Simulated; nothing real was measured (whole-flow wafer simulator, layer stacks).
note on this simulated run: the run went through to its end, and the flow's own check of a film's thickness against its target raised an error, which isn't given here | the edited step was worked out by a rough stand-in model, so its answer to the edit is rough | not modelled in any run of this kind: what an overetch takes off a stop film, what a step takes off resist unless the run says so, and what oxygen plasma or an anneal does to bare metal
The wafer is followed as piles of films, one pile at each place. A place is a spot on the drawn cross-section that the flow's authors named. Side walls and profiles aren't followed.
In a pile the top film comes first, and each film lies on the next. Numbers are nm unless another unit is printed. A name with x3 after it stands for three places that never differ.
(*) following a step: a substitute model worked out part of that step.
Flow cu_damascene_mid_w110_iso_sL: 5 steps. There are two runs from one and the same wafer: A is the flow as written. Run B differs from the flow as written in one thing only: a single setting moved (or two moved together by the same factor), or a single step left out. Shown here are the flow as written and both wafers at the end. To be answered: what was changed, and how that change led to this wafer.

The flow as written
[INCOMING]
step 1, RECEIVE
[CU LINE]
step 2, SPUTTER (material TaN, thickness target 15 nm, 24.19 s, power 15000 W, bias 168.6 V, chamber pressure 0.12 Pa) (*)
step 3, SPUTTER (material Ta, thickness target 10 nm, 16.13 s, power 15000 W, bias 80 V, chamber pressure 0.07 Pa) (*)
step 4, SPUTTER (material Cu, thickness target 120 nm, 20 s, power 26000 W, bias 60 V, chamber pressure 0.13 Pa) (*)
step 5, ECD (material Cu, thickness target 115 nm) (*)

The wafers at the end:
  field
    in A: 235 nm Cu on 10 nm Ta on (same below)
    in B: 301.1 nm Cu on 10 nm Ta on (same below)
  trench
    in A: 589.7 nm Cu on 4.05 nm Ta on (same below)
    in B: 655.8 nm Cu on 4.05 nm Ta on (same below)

Cause: step 5, ECD: thickness target 181.1 nm was run, whereas the flow has thickness target 115 nm.

How this came from the change, step by step:
  step 5, ECD (material Cu, thickness target 115 nm) (*)
      field: A +115 Cu | B +181.1 Cu
      trench: A +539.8 Cu | B +605.9 Cu
